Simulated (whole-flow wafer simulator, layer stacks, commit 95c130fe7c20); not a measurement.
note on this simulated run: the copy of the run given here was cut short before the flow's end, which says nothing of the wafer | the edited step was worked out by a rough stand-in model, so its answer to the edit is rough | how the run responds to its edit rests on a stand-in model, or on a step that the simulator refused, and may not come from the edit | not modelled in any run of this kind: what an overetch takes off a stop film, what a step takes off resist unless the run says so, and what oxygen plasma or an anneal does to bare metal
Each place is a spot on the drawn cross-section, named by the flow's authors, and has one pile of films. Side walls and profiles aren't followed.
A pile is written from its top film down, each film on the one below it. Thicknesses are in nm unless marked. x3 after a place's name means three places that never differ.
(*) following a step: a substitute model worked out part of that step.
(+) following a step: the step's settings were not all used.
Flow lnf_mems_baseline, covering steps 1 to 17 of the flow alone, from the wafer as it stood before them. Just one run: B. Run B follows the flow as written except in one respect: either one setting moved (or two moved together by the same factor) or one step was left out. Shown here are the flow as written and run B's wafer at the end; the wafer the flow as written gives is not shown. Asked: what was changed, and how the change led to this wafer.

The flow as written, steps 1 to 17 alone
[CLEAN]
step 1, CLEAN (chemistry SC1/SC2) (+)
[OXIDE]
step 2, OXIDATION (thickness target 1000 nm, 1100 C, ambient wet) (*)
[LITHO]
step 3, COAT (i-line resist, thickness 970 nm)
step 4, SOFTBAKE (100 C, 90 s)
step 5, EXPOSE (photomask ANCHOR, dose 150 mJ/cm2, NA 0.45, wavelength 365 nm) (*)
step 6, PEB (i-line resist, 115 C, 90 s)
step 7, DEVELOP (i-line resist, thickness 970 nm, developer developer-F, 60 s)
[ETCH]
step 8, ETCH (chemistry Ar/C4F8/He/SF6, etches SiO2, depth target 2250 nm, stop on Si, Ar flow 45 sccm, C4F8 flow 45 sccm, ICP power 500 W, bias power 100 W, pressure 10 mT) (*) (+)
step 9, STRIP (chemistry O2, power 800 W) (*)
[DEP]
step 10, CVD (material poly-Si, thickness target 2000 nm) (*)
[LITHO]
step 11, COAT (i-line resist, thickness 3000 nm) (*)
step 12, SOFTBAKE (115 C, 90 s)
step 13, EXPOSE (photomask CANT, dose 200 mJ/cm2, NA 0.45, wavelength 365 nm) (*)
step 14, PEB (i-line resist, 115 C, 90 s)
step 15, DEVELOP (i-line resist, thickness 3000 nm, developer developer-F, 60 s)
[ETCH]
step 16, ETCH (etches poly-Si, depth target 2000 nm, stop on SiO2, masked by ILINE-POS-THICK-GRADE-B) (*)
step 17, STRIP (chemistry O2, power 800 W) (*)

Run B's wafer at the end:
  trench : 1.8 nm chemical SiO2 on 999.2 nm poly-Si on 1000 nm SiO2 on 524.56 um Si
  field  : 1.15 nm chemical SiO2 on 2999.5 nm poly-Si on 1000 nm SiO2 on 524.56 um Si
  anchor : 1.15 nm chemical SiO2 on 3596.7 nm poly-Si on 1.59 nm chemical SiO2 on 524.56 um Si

Cause: step 10, CVD: thickness target 3000 nm was run, though the flow has thickness target 2000 nm.

How this came from the change, step by step:
  step 10, CVD (material poly-Si, thickness target 2000 nm) (*)
      field, beam, trench, char_slit: poly-Si gains 3000 (new film) (as written it would have been: poly-Si gains 2000 (new film))
      anchor: poly-Si gains 3597.2 (new film) (as written it would have been: poly-Si gains 2322 (new film))
  step 11, COAT (i-line resist, thickness 3000 nm) (*)
      anchor: i-line resist gains 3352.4 (new film) (as written it would have been: i-line resist gains 3611.6 (new film))
  step 12, SOFTBAKE (115 C, 90 s)
      field: i-line resist loses 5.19 (as written it would have been: i-line resist loses 6.66)
      anchor: i-line resist gains 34 (as written it would have been: i-line resist gains 45.4)
      (and at 2 other places as well)
  step 14, PEB (i-line resist, 115 C, 90 s)
      anchor: i-line resist loses 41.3 (as written it would have been: i-line resist loses 46.1)
  step 16, ETCH (etches poly-Si, depth target 2000 nm, stop on SiO2, masked by ILINE-POS-THICK-GRADE-B) (*)
      trench, char_slit: poly-Si loses 2000 (as written it would have been: poly-Si loses 2000 (all of it))
  step 17, STRIP (chemistry O2, power 800 W) (*)
      trench, char_slit: chemical SiO2 gains 1.8 (new film), poly-Si loses 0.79 (as written it would have been: nothing)
      anchor: chemical SiO2 gains 1.15 (new film), i-line resist loses 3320 (all of it), poly-Si loses 0.51 (as written it would have been: chemical SiO2 gains 1.17 (new film), i-line resist loses 3585.8 (all of it), poly-Si loses 0.52)
